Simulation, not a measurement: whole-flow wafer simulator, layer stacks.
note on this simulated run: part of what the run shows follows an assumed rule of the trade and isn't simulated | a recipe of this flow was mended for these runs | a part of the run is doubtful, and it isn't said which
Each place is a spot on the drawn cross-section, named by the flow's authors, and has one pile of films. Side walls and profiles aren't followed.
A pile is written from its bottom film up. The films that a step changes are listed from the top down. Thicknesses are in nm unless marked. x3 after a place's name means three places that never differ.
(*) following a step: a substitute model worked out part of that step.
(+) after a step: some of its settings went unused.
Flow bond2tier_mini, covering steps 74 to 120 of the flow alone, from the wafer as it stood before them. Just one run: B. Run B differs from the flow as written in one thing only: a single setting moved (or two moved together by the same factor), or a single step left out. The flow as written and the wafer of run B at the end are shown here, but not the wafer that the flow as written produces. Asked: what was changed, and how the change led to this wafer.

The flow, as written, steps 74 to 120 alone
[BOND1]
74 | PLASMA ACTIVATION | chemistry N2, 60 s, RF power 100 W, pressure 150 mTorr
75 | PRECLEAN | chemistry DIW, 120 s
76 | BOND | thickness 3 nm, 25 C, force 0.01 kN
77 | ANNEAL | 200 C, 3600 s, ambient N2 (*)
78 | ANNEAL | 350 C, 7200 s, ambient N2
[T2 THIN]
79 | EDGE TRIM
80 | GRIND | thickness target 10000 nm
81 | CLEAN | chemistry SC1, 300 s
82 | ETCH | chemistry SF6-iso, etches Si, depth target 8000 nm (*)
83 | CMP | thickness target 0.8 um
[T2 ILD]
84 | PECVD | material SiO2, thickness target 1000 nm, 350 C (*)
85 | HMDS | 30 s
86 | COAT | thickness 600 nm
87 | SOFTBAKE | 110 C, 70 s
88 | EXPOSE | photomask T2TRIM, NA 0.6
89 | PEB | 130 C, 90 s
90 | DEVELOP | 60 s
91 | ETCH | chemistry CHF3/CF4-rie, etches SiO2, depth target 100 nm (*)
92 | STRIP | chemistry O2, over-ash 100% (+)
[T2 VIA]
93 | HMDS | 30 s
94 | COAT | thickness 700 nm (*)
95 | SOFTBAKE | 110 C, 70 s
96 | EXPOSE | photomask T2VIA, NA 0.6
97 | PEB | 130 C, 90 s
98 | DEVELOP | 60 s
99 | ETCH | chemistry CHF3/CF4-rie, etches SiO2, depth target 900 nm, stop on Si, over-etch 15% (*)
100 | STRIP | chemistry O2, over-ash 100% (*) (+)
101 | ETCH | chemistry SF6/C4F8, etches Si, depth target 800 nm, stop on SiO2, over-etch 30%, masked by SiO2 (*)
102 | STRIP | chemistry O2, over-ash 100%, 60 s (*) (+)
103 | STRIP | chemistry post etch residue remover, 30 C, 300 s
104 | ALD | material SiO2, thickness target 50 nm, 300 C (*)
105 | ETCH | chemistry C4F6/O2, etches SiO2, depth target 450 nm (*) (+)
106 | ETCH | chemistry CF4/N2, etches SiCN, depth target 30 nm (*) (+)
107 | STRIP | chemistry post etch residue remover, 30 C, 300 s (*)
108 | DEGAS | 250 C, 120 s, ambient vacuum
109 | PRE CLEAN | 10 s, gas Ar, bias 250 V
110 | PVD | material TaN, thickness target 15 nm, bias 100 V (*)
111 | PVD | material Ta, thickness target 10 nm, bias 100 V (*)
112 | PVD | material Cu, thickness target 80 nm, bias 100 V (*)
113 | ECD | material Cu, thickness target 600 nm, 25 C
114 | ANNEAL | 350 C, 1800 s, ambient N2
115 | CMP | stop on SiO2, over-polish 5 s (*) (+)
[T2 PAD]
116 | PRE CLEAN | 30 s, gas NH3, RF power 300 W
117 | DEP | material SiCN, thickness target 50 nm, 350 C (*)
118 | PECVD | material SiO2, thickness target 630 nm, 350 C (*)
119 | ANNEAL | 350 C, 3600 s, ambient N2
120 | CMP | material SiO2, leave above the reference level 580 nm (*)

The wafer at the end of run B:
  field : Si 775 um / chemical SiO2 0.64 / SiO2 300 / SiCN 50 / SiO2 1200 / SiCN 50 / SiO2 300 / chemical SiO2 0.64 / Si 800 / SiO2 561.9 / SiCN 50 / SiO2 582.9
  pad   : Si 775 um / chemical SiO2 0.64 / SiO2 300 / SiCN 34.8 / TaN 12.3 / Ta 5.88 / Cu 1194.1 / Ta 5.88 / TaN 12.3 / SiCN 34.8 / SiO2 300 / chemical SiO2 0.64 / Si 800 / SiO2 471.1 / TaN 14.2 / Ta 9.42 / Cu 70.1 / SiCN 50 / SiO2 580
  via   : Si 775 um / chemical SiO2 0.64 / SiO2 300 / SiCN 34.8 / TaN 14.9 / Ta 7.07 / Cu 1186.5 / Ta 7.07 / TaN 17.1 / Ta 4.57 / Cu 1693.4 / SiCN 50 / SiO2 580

Cause: step 106, ETCH: depth target 23.4 nm was run, while the flow as written has depth target 30 nm.

The path from the change to this, step by step:
  106 | ETCH | chemistry CF4/N2, etches SiCN, depth target 30 nm (*) (+)
      field, pad: -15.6 SiO2 (as written it would have been: -20 SiO2)
      via: -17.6 SiCN (all of it), -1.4 TaN (as written it would have been: -17.6 SiCN (all of it), -3.01 TaN)
